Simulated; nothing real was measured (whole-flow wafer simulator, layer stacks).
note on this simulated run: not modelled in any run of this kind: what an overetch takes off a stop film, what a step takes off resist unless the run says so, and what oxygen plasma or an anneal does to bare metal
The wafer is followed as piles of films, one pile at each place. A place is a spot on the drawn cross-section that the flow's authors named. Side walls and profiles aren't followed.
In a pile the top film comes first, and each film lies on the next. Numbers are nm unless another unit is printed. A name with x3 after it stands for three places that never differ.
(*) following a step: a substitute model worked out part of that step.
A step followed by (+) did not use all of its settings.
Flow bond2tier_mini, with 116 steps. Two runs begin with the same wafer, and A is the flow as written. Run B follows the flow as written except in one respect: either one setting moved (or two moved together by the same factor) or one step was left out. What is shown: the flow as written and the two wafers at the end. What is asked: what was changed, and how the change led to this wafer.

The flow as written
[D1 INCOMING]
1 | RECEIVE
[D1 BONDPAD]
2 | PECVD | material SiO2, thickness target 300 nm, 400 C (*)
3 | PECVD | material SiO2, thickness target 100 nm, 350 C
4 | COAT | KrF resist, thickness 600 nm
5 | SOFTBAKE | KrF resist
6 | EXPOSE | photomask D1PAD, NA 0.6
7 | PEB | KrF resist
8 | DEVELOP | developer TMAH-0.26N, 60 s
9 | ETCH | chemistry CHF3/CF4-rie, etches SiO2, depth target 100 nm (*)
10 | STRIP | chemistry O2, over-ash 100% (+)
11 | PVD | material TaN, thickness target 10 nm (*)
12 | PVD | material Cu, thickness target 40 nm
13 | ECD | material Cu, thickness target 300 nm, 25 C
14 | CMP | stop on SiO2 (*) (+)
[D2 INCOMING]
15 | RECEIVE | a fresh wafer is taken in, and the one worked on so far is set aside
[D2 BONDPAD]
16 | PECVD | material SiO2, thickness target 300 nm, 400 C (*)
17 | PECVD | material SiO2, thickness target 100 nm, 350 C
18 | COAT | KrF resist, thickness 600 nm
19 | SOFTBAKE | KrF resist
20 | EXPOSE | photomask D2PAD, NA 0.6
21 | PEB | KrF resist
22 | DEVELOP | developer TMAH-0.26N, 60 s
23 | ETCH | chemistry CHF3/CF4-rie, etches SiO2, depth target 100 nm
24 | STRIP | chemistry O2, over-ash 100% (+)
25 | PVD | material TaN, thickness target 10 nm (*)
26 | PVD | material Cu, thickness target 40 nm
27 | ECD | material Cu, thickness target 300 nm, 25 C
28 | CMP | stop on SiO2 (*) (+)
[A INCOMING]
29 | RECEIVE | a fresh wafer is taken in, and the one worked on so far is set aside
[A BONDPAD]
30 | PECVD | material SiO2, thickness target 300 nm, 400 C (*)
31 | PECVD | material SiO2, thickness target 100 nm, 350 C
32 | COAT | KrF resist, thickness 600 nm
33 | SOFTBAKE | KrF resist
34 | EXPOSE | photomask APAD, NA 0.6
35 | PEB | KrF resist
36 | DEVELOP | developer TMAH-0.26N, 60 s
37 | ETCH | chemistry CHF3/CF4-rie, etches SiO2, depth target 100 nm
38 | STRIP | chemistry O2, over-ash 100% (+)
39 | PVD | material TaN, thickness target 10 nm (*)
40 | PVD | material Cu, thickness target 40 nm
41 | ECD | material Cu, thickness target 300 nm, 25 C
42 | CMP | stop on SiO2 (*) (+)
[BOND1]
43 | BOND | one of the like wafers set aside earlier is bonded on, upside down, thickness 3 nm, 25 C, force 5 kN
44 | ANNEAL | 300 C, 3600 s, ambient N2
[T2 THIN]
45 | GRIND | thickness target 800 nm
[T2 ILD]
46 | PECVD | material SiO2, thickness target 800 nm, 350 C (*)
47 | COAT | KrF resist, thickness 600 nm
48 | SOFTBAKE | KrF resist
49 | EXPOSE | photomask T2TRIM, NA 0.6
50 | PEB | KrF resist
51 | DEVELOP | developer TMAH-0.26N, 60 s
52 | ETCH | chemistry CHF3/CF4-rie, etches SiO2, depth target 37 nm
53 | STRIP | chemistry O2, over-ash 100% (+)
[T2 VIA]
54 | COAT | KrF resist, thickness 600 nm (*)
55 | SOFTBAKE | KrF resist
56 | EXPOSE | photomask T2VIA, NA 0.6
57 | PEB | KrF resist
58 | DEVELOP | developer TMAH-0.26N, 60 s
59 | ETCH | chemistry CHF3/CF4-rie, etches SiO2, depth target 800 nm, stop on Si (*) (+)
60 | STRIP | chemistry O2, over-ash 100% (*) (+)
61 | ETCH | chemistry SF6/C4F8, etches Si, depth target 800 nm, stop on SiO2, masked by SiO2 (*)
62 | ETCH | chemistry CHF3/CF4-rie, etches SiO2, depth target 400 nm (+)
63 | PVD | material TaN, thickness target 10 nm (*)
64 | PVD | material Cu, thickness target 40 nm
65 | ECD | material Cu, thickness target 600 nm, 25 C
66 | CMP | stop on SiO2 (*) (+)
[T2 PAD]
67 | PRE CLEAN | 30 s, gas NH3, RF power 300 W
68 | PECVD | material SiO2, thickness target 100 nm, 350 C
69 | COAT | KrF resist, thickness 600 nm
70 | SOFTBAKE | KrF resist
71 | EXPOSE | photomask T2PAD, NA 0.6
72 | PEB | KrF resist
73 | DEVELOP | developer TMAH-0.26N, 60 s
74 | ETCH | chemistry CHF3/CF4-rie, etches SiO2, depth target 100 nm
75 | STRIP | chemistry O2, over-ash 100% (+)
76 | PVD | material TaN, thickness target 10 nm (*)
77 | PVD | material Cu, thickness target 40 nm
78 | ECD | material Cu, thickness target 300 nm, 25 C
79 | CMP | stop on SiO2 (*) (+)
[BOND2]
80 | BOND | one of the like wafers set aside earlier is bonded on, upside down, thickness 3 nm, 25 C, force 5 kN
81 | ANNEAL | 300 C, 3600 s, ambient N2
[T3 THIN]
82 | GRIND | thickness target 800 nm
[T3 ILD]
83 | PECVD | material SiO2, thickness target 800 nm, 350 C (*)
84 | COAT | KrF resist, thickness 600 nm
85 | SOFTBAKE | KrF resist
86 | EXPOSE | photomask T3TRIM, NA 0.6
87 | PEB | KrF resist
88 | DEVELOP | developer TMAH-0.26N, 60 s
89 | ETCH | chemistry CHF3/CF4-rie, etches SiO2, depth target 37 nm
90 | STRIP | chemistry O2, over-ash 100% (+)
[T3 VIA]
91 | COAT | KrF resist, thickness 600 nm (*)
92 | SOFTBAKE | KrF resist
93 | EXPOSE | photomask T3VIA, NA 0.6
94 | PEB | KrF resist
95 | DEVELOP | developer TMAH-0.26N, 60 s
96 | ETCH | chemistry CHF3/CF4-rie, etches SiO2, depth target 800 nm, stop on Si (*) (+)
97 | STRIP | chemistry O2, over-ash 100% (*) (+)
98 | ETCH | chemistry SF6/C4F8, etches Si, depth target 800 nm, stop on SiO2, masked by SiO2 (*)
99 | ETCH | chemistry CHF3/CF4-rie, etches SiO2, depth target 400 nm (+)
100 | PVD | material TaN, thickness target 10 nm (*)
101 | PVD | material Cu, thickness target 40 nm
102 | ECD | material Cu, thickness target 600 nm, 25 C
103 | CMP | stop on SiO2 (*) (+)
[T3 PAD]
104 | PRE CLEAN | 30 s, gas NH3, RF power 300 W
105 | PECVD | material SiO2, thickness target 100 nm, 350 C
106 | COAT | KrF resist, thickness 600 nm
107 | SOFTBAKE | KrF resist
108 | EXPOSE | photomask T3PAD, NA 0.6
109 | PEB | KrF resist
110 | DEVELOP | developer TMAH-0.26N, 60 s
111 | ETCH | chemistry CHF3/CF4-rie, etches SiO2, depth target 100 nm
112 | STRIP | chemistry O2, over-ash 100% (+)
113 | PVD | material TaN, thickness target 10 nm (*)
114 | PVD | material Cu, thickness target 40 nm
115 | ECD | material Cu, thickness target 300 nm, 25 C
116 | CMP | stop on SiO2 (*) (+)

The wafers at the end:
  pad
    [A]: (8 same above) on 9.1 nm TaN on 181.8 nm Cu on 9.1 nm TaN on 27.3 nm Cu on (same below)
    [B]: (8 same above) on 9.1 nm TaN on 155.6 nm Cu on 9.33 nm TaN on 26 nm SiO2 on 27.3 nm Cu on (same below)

The reason: step 74, ETCH: depth target 74 nm was run, though the flow has depth target 100 nm.

How this came from the change, step by step:
  74 | ETCH | chemistry CHF3/CF4-rie, etches SiO2, depth target 100 nm
      pad: A -100 SiO2 (all of it) | B -74 SiO2
      field: A -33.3 KrF resist | B -24.7 KrF resist
  77 | PVD | material Cu, thickness target 40 nm
      pad: A +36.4 Cu (new film) | B +37.3 Cu (new film)
  78 | ECD | material Cu, thickness target 300 nm, 25 C
      pad: A +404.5 Cu | B +377.3 Cu
With metal films that touch counted as one body, pad has 4 bodies (between them, from the top down: SiO2 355 / Si 800 / chemical SiO2 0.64 / SiO2 300; SiO2 26; SiO2 355 / Si 800 / chemical SiO2 0.64 / SiO2 300); the flow as written gives 3 bodies (between them, from the top down: SiO2 355 / Si 800 / chemical SiO2 0.64 / SiO2 300; SiO2 355 / Si 800 / chemical SiO2 0.64 / SiO2 300).
